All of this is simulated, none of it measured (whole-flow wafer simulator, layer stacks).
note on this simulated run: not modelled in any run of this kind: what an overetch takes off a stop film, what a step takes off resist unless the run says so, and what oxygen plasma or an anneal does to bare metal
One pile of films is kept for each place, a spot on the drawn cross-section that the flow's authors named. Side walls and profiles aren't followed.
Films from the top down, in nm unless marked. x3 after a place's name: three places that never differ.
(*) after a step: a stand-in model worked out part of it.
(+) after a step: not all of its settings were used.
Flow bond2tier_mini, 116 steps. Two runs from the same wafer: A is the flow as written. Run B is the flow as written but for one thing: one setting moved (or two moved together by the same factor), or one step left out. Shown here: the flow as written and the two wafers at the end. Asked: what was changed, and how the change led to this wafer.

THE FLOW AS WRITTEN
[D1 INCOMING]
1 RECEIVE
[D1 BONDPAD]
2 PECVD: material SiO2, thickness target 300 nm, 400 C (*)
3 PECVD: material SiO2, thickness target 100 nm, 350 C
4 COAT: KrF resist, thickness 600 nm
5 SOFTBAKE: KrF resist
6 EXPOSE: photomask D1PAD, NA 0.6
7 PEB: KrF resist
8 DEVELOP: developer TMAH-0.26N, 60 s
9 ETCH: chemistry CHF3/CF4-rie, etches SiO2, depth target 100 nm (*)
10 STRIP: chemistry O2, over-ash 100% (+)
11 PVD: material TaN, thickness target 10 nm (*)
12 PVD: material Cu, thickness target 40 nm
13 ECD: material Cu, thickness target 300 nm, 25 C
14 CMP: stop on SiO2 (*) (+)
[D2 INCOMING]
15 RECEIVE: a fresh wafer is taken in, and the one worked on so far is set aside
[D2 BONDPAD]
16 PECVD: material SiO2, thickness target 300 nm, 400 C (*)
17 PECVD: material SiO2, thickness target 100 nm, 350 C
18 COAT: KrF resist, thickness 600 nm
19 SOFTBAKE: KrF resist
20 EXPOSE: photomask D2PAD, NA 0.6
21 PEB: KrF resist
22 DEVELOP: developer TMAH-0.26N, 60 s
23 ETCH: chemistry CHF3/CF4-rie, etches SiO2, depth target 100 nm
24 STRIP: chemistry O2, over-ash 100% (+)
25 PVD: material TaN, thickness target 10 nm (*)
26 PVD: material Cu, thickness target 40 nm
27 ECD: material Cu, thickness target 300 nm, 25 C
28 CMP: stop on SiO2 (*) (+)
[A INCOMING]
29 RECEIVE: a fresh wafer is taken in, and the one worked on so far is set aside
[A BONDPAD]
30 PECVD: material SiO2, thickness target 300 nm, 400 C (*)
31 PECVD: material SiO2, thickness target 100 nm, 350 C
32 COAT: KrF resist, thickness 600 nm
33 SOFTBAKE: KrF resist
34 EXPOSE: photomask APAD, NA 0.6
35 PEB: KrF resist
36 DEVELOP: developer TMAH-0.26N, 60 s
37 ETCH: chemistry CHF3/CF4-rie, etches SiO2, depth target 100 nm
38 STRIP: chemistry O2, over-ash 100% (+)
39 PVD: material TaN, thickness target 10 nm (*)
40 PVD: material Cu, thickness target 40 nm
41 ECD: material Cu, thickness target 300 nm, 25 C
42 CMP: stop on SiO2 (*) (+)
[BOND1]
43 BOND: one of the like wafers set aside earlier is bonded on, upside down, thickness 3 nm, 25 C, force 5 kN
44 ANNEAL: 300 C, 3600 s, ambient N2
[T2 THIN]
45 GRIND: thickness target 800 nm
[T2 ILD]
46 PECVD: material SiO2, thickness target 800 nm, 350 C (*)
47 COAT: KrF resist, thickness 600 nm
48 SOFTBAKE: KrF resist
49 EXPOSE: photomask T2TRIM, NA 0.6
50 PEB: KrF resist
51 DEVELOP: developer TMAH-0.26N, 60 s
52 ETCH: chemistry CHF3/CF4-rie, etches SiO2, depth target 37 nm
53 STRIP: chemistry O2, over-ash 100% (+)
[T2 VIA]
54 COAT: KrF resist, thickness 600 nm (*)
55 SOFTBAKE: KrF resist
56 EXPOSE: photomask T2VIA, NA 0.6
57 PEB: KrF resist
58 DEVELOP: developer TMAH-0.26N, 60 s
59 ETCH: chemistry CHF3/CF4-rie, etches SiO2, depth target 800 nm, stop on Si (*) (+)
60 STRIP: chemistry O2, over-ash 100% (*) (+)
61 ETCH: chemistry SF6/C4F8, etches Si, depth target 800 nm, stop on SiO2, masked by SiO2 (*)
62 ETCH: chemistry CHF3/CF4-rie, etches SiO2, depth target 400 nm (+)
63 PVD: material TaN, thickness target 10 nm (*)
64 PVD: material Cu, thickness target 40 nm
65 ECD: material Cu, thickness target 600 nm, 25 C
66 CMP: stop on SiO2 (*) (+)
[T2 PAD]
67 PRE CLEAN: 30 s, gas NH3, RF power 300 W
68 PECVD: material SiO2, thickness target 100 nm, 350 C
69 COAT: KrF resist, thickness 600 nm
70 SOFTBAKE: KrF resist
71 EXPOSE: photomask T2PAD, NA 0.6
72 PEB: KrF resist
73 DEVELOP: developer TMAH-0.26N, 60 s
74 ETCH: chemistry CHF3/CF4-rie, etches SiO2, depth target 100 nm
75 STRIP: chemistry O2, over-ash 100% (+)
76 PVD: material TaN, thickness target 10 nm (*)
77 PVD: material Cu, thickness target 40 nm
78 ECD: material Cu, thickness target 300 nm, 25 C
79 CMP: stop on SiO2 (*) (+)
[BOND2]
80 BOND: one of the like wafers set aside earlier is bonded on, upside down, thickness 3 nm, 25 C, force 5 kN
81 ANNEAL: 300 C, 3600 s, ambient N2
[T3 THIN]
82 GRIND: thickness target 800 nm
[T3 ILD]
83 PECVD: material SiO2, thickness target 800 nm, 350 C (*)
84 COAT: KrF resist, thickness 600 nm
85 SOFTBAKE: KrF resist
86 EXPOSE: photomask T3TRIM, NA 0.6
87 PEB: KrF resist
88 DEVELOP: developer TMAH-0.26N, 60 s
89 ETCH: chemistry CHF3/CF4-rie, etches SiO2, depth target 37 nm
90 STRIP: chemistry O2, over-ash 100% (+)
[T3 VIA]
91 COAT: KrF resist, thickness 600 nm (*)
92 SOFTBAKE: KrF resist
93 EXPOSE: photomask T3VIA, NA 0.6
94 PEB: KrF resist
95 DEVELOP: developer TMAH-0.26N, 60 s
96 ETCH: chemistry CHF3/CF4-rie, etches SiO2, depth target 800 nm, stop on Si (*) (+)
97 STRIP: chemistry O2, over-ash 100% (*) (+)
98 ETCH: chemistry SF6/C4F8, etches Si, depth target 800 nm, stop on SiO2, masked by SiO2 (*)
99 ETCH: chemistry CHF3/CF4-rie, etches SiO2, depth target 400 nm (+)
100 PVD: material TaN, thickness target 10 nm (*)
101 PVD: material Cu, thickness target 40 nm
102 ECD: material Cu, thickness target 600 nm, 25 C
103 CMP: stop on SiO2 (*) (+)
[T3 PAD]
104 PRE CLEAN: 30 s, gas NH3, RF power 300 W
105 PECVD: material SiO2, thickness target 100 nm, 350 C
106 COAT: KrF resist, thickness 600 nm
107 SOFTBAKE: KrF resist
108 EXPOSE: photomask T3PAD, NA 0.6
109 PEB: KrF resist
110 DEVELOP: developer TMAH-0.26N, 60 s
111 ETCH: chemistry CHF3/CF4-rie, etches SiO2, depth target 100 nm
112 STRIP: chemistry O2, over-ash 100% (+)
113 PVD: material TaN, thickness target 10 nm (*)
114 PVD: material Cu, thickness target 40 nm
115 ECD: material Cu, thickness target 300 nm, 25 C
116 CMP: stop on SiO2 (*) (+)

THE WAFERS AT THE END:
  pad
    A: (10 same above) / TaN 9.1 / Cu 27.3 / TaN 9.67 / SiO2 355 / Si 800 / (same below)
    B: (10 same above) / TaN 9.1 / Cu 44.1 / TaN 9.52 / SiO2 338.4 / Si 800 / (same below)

The cause: step 52, ETCH: depth target 53.6 nm was run, where the flow has depth target 37 nm.

How the change led to this, step by step:
  52 ETCH: chemistry CHF3/CF4-rie, etches SiO2, depth target 37 nm
      pad, via: A SiO2 -37 | B SiO2 -53.6
      field: A KrF resist -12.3 | B KrF resist -17.9
  59 ETCH: chemistry CHF3/CF4-rie, etches SiO2, depth target 800 nm, stop on Si (*) (+)
      via: A SiO2 -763 (all of it) | B SiO2 -746.4 (all of it)
  60 STRIP: chemistry O2, over-ash 100% (*) (+)
      field: A KrF resist -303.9 (all of it) | B KrF resist -296.9 (all of it)
      pad: A KrF resist -336 (all of it) | B KrF resist -343.3 (all of it)
  65 ECD: material Cu, thickness target 600 nm, 25 C
      pad: A Cu +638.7 | B Cu +656
